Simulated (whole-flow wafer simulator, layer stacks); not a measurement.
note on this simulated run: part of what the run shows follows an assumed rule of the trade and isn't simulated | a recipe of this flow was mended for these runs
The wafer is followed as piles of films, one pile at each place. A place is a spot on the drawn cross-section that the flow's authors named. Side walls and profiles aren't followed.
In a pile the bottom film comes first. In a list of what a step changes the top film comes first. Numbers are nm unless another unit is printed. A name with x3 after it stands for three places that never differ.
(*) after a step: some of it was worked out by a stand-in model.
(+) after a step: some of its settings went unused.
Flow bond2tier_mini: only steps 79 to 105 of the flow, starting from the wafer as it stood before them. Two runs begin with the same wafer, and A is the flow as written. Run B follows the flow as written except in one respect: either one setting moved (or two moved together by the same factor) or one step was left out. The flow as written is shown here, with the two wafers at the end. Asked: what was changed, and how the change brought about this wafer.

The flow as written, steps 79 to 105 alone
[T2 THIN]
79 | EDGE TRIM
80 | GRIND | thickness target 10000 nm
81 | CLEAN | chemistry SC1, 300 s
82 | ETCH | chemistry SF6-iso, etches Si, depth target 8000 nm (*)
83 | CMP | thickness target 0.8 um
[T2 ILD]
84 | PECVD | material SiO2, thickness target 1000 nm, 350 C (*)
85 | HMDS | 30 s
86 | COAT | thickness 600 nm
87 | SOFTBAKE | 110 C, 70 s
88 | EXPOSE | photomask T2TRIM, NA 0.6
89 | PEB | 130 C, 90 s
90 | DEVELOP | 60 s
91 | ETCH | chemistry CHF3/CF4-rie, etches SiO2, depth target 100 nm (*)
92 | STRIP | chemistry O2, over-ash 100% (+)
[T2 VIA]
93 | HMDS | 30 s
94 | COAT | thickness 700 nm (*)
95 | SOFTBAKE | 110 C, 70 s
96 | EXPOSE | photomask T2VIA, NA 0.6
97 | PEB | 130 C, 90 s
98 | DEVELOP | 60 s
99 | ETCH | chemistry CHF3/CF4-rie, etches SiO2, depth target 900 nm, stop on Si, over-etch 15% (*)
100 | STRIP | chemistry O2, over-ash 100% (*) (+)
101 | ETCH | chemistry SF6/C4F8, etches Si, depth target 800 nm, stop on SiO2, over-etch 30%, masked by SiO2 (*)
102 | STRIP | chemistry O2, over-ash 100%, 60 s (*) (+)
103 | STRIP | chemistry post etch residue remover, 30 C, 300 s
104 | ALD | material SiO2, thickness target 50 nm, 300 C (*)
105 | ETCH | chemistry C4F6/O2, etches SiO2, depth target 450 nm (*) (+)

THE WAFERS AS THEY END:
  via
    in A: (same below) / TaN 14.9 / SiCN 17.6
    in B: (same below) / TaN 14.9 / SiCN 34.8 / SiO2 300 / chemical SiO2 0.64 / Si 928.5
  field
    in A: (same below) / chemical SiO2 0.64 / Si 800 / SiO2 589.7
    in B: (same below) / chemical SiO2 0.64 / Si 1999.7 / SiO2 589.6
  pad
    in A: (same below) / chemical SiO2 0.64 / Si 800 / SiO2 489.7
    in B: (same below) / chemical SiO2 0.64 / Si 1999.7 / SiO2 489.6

Cause: step 83, CMP: thickness target 0.8 um, was not run.

The path from the change to this, step by step:
  101 | ETCH | chemistry SF6/C4F8, etches Si, depth target 800 nm, stop on SiO2, over-etch 30%, masked by SiO2 (*)
      via: A -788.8 Si (all of it), -0.64 chemical SiO2 (all of it), -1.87 SiO2 | B -1040 Si
  104 | ALD | material SiO2, thickness target 50 nm, 300 C (*)
      via: A +50 SiO2 | B +50 SiO2 (new film)
  105 | ETCH | chemistry C4F6/O2, etches SiO2, depth target 450 nm (*) (+)
      via: A -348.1 SiO2 (all of it), -17.2 SiCN | B -50 SiO2 (all of it), -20 Si
